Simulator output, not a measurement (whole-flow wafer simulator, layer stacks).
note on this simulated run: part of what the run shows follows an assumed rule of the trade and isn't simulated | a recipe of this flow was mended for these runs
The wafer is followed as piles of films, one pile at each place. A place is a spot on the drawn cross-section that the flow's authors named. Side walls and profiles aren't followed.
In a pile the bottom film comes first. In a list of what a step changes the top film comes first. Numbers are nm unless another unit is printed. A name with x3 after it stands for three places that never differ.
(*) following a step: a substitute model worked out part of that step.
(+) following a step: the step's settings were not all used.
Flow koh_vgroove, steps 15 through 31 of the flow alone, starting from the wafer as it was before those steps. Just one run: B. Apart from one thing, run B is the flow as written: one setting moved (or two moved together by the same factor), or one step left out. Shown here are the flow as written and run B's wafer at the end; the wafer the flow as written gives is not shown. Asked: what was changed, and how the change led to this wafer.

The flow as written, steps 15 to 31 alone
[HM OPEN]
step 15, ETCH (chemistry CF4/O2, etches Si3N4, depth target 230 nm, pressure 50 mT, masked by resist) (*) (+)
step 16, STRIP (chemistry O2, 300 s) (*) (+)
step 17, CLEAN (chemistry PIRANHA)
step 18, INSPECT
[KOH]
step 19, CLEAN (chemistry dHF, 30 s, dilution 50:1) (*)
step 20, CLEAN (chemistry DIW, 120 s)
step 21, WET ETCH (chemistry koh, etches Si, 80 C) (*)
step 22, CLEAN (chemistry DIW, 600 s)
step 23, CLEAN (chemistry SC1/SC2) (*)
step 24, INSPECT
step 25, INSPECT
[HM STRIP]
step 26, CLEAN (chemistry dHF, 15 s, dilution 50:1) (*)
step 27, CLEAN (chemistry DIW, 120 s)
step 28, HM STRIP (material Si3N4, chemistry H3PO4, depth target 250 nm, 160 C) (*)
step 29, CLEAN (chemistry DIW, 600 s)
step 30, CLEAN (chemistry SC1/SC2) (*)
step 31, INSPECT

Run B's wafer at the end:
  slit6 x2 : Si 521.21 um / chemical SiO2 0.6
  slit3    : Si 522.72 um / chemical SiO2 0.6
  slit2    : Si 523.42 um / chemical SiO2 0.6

What caused this: step 15, ETCH: depth target 249 nm was run, whereas the flow has depth target 230 nm.

How this came from the change, step by step:
  step 15, ETCH (chemistry CF4/O2, etches Si3N4, depth target 230 nm, pressure 50 mT, masked by resist) (*) (+)
      slit3, slit2, slit6 x2: -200 Si3N4 (all of it), -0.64 chemical SiO2 (all of it), -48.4 Si (it would be, as written: -200 Si3N4 (all of it), -0.64 chemical SiO2 (all of it), -29.4 Si)
      field: -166 i-line-resist (it would be, as written: -153.3 i-line-resist)
